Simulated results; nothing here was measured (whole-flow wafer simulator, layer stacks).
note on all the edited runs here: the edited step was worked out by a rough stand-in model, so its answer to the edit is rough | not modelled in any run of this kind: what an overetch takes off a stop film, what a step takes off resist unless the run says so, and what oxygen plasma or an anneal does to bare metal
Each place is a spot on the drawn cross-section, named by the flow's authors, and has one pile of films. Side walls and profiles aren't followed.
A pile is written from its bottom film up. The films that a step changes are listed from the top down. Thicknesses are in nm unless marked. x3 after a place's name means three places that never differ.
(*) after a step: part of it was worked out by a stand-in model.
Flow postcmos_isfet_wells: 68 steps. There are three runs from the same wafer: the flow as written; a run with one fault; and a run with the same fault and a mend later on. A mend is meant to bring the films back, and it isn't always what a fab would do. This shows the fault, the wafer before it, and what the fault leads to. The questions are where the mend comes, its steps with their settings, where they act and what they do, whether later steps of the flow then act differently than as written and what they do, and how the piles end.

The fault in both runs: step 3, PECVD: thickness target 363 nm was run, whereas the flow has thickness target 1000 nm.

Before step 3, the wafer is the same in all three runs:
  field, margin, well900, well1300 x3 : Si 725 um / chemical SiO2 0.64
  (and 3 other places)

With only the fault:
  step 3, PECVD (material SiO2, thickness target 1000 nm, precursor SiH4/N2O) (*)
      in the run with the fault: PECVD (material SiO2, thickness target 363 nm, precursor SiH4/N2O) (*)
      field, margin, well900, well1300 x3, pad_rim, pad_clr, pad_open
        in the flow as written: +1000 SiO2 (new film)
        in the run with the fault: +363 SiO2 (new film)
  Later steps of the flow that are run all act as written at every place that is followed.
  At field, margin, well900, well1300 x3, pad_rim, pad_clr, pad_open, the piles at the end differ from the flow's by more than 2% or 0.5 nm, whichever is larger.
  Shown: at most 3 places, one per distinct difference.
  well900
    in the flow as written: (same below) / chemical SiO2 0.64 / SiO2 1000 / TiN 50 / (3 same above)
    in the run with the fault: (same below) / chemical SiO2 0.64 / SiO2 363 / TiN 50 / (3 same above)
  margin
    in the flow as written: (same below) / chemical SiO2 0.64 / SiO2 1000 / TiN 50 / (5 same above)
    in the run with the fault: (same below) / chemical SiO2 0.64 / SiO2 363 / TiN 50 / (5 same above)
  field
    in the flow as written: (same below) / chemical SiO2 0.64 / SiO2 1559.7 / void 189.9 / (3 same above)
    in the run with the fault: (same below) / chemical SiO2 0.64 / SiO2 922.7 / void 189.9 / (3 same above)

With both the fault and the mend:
  The mend follows step 3.
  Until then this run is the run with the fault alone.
  step 3a, ETCH (chemistry boe, depth target 417.4 nm)
      field, margin, well900, well1300 x3, pad_rim, pad_clr, pad_open
        -363 SiO2 (all of it), -0.64 chemical SiO2 (all of it)
  step 3b, PECVD (material SiO2, thickness target 1000 nm, precursor SiH4/N2O) (the flow's step 3 again)
      field, margin, well900, well1300 x3, pad_rim, pad_clr, pad_open
        +1000 SiO2 (new film)
  Later steps of the flow that are run all act as written at every place that is followed.
  At field, margin, well900, well1300 x3, pad_rim, pad_clr, pad_open, the piles at the end differ from the flow's by more than 2% or 0.5 nm, whichever is larger.
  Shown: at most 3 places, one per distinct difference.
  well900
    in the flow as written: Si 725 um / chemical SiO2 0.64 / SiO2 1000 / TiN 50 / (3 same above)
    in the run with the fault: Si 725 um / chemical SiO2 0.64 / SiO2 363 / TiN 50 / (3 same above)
    in the run with the mend: Si 725 um / SiO2 1000 / TiN 50 / (3 same above)
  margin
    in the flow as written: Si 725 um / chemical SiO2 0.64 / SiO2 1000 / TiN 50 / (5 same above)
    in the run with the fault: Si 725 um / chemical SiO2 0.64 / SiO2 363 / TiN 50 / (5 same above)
    in the run with the mend: Si 725 um / SiO2 1000 / TiN 50 / (5 same above)
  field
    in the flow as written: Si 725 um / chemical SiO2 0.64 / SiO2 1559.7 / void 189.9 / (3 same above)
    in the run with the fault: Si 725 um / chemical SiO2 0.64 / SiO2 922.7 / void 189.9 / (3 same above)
    in the run with the mend: Si 725 um / SiO2 1559.7 / void 189.9 / (3 same above)
